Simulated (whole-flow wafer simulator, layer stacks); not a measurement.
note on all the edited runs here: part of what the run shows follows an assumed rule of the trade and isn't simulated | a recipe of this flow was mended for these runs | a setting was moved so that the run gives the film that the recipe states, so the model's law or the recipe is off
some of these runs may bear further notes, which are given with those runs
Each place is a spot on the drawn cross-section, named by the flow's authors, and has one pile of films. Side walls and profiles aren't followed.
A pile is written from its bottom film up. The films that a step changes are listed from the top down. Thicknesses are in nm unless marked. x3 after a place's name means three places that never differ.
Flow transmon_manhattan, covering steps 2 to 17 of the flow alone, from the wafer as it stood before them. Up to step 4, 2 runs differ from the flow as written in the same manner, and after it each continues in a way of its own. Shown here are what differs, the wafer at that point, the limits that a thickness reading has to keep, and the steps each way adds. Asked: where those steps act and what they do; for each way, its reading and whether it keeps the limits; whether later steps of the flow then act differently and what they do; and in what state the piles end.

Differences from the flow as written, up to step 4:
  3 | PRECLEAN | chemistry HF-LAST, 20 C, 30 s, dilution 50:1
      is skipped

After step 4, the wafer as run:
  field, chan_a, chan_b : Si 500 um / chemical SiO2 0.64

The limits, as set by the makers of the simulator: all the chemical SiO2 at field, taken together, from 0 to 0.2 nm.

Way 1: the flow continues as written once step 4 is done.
  The reading taken after step 4 is 0.64 nm, which is outside the limits.
  Later steps of the flow that are run all act as written at every place that is followed.
  The piles end different from the flow's at field, chan_a, chan_b by more than 2% or 0.5 nm, whichever is larger.
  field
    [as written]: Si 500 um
    [this way]: Si 500 um / chemical SiO2 0.64
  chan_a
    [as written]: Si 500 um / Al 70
    [this way]: Si 500 um / chemical SiO2 0.64 / Al 70
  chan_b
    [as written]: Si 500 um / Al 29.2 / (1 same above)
    [this way]: Si 500 um / chemical SiO2 0.64 / Al 29.2 / (1 same above)

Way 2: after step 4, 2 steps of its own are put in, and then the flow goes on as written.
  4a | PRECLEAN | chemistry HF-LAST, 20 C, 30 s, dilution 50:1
      field, chan_a, chan_b
        chemical SiO2 loses 0.64 (all of it)
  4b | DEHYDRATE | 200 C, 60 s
      leaves every film unchanged at each place that is followed
  The reading taken after step 4b is 0 nm, which is within the limits.
  Later steps of the flow that are run all act as written at every place that is followed.
  The piles end the same as the flow's at every place that both follow.

The limits are kept by: way 2. They are not kept by: way 1.
